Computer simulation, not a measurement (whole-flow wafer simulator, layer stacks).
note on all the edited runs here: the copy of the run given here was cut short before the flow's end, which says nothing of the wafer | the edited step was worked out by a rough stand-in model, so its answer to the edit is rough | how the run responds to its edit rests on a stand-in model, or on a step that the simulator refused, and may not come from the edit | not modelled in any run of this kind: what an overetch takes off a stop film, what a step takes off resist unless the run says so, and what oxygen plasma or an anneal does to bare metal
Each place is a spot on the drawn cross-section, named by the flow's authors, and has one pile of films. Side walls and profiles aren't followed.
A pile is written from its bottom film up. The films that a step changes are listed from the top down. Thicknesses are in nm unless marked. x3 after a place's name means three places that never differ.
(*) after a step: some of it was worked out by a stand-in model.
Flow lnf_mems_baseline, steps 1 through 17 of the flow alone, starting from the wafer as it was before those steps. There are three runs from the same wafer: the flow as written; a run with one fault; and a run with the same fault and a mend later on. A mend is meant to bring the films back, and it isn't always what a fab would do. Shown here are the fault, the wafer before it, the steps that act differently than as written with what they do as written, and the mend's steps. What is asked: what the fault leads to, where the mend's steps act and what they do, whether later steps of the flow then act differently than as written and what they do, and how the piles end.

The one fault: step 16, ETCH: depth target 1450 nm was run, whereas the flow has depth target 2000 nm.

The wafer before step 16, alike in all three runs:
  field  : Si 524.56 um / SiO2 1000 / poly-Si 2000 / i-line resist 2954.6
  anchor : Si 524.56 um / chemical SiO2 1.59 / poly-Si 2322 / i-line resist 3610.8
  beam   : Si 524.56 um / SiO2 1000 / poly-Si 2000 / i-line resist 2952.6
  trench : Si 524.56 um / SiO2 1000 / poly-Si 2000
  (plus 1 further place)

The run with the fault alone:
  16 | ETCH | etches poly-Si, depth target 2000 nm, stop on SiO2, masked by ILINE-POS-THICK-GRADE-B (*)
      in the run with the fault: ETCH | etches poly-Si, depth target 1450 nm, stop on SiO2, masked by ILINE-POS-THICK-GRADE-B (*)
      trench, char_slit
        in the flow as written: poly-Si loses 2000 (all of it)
        in the run with the fault: poly-Si loses 1450
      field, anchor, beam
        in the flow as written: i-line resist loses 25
        in the run with the fault: i-line resist loses 18.1
  Later steps of the flow acting differently than as written:
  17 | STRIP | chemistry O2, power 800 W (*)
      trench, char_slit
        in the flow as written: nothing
        in the run with the fault: chemical SiO2 gains 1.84 (new film), poly-Si loses 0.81
  At trench, char_slit, the piles at the end differ from the flow's by more than 2% or 0.5 nm, whichever is larger.
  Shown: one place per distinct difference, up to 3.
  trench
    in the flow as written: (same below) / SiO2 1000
    in the run with the fault: (same below) / SiO2 1000 / poly-Si 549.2 / chemical SiO2 1.84

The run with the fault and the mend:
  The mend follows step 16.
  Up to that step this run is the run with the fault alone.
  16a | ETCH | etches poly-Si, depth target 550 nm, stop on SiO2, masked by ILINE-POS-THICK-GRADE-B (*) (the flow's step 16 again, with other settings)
      field, anchor, beam
        i-line resist loses 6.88
      trench, char_slit
        poly-Si loses 550 (all of it)
  None of the later steps of the flow acts differently than as written at any place that is followed.
  The piles end the same as the flow's at every place that both follow.
